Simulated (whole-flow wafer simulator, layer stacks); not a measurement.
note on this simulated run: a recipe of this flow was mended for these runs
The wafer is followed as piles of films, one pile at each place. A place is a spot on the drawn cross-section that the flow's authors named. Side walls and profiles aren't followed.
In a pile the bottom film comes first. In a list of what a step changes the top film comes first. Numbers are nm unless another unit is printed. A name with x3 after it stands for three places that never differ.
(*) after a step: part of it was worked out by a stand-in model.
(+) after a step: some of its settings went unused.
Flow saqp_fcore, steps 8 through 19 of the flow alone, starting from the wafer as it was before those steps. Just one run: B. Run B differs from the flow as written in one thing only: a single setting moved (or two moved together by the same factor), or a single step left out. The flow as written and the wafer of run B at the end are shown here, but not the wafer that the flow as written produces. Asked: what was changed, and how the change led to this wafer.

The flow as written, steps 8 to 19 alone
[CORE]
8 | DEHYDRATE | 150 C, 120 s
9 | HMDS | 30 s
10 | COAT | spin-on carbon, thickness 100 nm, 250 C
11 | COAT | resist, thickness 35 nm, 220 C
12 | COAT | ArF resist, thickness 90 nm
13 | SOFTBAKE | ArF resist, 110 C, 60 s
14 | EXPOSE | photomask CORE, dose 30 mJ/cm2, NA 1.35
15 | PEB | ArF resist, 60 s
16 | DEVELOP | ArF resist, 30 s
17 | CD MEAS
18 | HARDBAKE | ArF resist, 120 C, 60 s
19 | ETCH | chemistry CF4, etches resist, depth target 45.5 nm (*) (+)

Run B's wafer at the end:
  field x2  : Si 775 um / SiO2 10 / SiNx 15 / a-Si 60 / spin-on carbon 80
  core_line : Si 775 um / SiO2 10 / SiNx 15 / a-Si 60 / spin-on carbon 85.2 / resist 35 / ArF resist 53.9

The reason: step 10, COAT: thickness 85.2 nm was run, whereas the flow has thickness 100 nm.
One can read it off the wafer: core_line has spin-on carbon 85.2, and step 10 as written asks for 100 nm.

The path from the change to this, step by step:
  10 | COAT | spin-on carbon, thickness 100 nm, 250 C
      field x2, core_line: spin-on carbon gains 85.2 (new film) (in the flow as written it would be: spin-on carbon gains 100 (new film))
